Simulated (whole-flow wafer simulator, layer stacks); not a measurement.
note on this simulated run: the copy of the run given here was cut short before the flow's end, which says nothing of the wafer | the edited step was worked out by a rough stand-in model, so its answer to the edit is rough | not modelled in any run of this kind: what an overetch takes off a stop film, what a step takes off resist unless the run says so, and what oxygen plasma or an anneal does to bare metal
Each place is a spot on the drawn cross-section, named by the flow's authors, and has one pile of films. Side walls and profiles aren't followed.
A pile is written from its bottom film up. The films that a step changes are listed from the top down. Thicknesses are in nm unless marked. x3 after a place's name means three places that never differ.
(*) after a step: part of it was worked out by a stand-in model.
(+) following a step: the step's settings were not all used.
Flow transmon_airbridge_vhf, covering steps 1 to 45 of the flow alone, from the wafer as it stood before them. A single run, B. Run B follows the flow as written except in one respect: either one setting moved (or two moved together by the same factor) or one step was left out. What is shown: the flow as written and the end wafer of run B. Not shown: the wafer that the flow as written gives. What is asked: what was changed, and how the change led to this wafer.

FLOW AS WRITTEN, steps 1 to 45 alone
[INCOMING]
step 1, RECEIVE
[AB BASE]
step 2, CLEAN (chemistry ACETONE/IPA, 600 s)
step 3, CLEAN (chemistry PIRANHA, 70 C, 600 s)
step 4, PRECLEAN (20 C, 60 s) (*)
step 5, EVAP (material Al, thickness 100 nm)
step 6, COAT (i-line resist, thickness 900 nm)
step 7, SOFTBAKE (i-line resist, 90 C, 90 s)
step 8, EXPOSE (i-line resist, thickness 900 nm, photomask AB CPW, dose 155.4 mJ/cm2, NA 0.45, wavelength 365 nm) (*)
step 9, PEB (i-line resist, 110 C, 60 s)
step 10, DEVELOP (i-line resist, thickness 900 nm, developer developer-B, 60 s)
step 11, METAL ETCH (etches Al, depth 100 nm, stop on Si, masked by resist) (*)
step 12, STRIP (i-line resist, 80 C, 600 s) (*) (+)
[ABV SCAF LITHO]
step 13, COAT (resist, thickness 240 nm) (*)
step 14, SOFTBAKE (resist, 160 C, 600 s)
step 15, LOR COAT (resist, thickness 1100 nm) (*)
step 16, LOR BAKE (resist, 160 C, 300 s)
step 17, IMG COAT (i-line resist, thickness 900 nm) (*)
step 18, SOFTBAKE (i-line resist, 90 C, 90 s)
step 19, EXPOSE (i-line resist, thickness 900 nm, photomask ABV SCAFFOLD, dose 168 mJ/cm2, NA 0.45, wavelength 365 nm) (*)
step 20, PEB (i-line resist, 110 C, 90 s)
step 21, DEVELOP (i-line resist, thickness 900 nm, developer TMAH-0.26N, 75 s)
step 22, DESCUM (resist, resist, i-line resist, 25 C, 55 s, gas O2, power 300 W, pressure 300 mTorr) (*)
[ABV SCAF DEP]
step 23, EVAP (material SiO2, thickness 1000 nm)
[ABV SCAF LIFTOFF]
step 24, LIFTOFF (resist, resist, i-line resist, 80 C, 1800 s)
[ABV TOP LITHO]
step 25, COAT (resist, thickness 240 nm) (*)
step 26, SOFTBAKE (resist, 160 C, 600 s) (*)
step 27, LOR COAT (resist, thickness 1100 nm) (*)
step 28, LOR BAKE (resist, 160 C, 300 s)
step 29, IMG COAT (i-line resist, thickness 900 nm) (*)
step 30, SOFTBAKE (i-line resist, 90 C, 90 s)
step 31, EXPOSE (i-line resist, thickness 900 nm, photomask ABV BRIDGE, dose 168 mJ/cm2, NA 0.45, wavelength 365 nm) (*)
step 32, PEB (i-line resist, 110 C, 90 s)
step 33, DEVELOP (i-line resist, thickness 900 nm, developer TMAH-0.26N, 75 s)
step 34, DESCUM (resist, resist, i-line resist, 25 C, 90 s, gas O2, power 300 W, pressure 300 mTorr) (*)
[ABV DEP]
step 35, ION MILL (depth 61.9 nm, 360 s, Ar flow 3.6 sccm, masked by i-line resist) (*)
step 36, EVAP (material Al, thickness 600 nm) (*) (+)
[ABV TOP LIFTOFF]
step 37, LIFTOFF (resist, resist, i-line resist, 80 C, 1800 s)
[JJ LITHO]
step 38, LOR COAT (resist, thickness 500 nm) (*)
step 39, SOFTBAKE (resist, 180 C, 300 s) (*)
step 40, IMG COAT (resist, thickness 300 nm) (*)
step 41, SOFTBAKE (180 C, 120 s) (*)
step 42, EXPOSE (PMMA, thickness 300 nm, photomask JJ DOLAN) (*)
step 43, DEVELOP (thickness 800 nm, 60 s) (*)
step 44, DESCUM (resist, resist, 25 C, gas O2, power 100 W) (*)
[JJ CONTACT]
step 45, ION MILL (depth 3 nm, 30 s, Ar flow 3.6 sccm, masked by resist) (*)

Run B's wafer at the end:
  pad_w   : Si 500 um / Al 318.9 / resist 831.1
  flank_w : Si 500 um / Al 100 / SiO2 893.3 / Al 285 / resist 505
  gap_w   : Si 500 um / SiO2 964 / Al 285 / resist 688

What caused this: step 36, EVAP: thickness 285 nm was run, while the flow as written has thickness 600 nm.
The wafer lets one read it off: flank_w has Al 285, and step 36 as written asks for 600 nm.

The path from the change to this, step by step:
  step 36, EVAP (material Al, thickness 600 nm) (*) (+)
      field x3, jj_line, ground_far and 10 more: Al gains 285 (new film) (as written it would have been: Al gains 600 (new film))
      pad_w, pad_e: Al gains 280.8 (as written it would have been: Al gains 591.2)
  step 37, LIFTOFF (resist, resist, i-line resist, 80 C, 1800 s)
      field x3, jj_line, trace_open_s x2: Al loses 285 (all of it), i-line resist loses 600 (all of it), resist loses 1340 (all of it) (as written it would have been: Al loses 600 (all of it), i-line resist loses 600 (all of it), resist loses 1340 (all of it))
      margin_s, margin_n: Al loses 285 (all of it), i-line resist loses 318.3 (all of it), resist loses 992 (all of it) (as written it would have been: Al loses 600 (all of it), i-line resist loses 318.3 (all of it), resist loses 992 (all of it))
      (also at 1 further place)
  step 38, LOR COAT (resist, thickness 500 nm) (*)
      pad_w, pad_e: resist gains 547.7 (new film) (as written it would have been: resist gains 517 (new film))
      flank_w, flank_e: resist gains 313.9 (new film) (as written it would have been: resist gains 306.5 (new film))
      (also at 6 further places)
  step 40, IMG COAT (resist, thickness 300 nm) (*)
      pad_w, pad_e: resist gains 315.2 (as written it would have been: resist gains 300.1)
      flank_w, flank_e: resist gains 222.8 (as written it would have been: resist gains 212.1)
      (also at 6 further places)
